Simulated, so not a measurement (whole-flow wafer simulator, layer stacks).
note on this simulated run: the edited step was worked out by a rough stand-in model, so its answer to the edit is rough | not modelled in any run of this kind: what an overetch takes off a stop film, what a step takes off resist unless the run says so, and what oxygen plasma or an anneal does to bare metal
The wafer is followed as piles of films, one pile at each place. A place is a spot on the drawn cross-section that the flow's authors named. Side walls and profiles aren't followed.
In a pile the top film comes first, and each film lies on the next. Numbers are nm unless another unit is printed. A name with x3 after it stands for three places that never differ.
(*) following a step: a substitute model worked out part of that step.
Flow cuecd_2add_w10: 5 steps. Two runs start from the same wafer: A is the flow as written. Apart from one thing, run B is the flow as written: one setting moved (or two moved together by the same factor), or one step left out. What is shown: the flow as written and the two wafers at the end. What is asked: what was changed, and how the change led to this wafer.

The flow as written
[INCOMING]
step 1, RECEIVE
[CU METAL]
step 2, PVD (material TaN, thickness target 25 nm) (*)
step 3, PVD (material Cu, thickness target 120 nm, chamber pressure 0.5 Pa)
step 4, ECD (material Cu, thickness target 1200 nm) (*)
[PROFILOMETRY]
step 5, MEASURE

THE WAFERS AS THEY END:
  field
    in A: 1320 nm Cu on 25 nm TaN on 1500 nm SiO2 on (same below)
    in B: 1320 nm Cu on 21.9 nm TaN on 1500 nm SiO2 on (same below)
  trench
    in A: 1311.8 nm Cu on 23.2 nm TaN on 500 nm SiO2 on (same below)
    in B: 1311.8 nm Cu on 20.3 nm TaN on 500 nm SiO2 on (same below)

The reason: step 2, PVD: thickness target 21.9 nm was run, while the flow as written has thickness target 25 nm.
The wafer itself shows it: field has TaN 21.9, and step 2 as written asks for 25 nm.

How this came from the change, step by step:
  step 2, PVD (material TaN, thickness target 25 nm) (*)
      field: A TaN gains 25 (new film) | B TaN gains 21.9 (new film)
      trench: A TaN gains 23.2 (new film) | B TaN gains 20.3 (new film)
